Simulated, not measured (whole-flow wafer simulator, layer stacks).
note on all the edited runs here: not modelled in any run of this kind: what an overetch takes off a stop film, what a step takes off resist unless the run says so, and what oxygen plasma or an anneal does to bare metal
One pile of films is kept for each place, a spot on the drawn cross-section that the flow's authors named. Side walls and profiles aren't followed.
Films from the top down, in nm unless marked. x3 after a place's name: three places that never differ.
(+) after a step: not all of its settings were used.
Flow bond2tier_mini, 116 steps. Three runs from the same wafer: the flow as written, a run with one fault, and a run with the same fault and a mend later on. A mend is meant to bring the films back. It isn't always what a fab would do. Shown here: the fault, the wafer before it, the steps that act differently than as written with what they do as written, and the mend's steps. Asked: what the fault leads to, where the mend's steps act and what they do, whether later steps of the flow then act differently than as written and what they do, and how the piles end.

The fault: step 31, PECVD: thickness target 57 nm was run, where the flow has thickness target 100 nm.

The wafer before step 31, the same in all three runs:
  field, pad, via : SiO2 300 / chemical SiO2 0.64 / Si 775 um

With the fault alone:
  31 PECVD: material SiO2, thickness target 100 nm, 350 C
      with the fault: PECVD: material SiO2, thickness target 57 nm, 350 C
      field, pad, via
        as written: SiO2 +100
        with the fault: SiO2 +57
  No later step of the flow acts differently than as written at any place that is followed.
  At the end the piles differ from the flow's by more than 2% or 0.5 nm, whichever is larger, at field, pad.
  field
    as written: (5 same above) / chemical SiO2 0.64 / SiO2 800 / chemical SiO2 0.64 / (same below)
    with the fault: (5 same above) / chemical SiO2 0.64 / SiO2 757 / chemical SiO2 0.64 / (same below)
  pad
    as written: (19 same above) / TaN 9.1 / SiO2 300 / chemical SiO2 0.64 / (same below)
    with the fault: (19 same above) / TaN 9.1 / SiO2 257 / chemical SiO2 0.64 / (same below)

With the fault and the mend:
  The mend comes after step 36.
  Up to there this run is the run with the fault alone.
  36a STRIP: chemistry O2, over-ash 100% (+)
      field
        KrF resist -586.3 (all of it)
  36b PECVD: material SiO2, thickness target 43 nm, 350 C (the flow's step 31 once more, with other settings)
      field, pad, via
        SiO2 +43
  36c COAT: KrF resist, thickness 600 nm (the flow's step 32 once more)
      field, pad, via
        KrF resist +600 (new film)
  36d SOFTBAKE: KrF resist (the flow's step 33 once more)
      changes no film at any place that is followed
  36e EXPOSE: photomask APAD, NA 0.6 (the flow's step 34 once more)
      changes no film at any place that is followed
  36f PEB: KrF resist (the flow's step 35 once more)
      changes no film at any place that is followed
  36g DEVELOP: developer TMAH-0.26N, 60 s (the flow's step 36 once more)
      pad, via
        KrF resist -600 (all of it)
      field
        KrF resist -13.7
  No later step of the flow acts differently than as written at any place that is followed.
  At the end the piles are the same as the flow's at every place that both follow.
